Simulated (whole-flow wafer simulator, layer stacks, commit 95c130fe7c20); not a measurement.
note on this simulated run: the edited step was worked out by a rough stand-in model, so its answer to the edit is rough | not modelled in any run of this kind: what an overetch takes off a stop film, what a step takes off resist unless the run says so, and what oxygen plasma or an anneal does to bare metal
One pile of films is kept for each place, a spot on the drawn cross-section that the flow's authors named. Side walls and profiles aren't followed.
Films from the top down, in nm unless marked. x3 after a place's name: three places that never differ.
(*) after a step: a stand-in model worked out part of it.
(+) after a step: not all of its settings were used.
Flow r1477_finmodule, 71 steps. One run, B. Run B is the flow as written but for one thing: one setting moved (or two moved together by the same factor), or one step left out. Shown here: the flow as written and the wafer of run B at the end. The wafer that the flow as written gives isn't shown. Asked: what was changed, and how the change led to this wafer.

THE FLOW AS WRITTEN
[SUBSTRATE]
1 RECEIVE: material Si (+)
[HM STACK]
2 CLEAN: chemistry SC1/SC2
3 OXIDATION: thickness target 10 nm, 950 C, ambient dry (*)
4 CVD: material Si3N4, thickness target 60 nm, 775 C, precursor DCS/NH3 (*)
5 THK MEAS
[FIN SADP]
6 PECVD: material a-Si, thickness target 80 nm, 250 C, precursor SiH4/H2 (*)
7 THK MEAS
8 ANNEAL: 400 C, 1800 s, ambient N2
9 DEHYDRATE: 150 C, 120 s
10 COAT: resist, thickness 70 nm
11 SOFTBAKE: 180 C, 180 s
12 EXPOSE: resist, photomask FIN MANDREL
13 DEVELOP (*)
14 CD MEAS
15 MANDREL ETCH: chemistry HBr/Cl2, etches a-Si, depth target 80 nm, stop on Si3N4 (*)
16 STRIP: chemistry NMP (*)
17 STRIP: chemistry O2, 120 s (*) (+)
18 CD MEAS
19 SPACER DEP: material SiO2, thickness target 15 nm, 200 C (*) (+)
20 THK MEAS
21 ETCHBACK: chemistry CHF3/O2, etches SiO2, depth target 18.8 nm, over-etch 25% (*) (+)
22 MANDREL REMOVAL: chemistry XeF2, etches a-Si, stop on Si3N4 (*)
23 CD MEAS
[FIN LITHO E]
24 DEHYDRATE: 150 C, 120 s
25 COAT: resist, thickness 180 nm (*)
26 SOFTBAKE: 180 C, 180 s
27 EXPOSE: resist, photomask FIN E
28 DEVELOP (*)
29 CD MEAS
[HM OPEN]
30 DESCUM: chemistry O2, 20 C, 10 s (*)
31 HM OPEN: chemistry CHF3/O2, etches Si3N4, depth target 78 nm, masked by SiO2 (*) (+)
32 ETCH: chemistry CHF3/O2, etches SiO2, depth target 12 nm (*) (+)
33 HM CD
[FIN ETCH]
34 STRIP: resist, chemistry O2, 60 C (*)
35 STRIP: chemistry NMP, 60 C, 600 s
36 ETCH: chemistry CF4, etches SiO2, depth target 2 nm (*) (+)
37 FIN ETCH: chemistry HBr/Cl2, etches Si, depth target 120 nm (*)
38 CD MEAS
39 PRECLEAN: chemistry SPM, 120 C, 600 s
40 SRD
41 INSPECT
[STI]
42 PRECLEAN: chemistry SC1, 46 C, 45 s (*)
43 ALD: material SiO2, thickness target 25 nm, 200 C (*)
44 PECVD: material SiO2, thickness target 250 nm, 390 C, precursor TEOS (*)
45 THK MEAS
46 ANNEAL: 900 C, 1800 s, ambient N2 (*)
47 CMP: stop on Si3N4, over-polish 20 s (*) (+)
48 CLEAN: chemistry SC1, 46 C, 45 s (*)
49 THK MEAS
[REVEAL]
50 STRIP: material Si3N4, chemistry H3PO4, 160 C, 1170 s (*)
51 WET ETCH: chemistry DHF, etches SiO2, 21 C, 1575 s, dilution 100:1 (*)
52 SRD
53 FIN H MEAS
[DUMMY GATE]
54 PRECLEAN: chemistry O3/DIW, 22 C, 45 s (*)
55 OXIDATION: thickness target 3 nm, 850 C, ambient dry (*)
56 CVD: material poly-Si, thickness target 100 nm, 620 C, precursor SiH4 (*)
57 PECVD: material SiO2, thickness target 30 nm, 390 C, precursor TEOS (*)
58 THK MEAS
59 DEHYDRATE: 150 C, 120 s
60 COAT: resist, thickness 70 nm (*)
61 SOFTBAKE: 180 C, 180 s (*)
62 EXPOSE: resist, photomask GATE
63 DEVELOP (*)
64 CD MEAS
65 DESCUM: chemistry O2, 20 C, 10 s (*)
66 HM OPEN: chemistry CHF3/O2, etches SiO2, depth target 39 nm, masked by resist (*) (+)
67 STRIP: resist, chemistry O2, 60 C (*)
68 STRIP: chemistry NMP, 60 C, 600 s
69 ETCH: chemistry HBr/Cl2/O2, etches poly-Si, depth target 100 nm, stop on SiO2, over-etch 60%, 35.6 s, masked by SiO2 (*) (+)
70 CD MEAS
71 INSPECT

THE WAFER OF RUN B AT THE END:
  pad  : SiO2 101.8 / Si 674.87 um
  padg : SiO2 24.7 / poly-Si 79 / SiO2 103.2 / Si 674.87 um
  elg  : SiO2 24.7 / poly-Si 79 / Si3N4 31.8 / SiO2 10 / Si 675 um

The cause: step 56, CVD: thickness target 79 nm was run, where the flow has thickness target 100 nm.
It can be read off the wafer: padg has poly-Si 79, and step 56 as written asks for 100 nm.

How the change led to this, step by step:
  56 CVD: material poly-Si, thickness target 100 nm, 620 C, precursor SiH4 (*)
      pad, padg, elg and 26 more: poly-Si +79 (new film) (as written it would be: poly-Si +100 (new film))
      s40cg, s40co: poly-Si +92.4 (new film) (as written it would be: poly-Si +113.9 (new film))
      (and at 5 more places)
  67 STRIP: resist, chemistry O2, 60 C (*)
      s45cg: resist -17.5 (all of it) (as written it would be: resist -16.9 (all of it))
      s50cg: resist -18.1 (all of it) (as written it would be: resist -17.4 (all of it))
  69 ETCH: chemistry HBr/Cl2/O2, etches poly-Si, depth target 100 nm, stop on SiO2, over-etch 60%, 35.6 s, masked by SiO2 (*) (+)
      pad, eso, e40so and 8 more: chemical SiO2 -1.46 (all of it), poly-Si -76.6 (all of it), SiO2 -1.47 (as written it would be: chemical SiO2 -1.46 (all of it), poly-Si -97.6 (all of it), SiO2 -0.42)
      elo, e40lo, e100lo, e200lo: chemical SiO2 -1.46 (all of it), poly-Si -76.6 (all of it), Si3N4 -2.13 (as written it would be: chemical SiO2 -1.46 (all of it), poly-Si -97.6 (all of it), Si3N4 -0.22)
      (and at 3 more places)
